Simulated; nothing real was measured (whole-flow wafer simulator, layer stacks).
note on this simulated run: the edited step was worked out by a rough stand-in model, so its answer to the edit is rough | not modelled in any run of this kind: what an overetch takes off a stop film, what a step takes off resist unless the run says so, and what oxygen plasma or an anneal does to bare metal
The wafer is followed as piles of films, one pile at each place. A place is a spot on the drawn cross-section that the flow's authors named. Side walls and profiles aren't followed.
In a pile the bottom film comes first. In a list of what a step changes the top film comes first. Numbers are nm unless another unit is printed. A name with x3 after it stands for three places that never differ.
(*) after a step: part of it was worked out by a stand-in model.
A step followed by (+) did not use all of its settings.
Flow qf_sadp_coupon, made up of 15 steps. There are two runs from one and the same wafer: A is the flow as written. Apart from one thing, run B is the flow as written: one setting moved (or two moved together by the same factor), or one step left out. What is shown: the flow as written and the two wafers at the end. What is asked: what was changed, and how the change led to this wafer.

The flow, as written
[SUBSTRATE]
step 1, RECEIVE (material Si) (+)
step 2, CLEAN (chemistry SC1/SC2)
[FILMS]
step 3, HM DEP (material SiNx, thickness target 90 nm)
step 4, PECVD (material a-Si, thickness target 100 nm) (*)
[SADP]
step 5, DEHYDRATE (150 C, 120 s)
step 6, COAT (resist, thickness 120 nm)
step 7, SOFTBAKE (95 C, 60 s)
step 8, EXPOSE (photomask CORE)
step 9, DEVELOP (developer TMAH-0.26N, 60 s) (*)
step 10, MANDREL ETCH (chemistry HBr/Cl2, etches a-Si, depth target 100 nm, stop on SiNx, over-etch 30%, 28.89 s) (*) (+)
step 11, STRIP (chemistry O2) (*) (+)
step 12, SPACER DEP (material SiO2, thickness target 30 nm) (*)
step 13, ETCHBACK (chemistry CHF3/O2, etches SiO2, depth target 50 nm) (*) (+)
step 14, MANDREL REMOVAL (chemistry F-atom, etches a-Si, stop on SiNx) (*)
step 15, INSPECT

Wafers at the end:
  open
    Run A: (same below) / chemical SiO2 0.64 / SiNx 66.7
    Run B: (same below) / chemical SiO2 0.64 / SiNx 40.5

The reason: step 13, ETCHBACK: depth target 77.5 nm was run, whereas the flow has depth target 50 nm.

The path from the change to this, step by step:
  step 13, ETCHBACK (chemistry CHF3/O2, etches SiO2, depth target 50 nm) (*) (+)
      m: A SiO2 loses 30 (all of it), chemical SiO2 loses 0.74 (all of it), a-Si loses 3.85 | B SiO2 loses 30 (all of it), chemical SiO2 loses 0.74 (all of it), a-Si loses 9.35
      open: A SiO2 loses 30 (all of it), SiNx loses 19 | B SiO2 loses 30 (all of it), SiNx loses 45.2
  step 14, MANDREL REMOVAL (chemistry F-atom, etches a-Si, stop on SiNx) (*)
      m: A a-Si loses 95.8 (all of it) | B a-Si loses 90.3 (all of it)
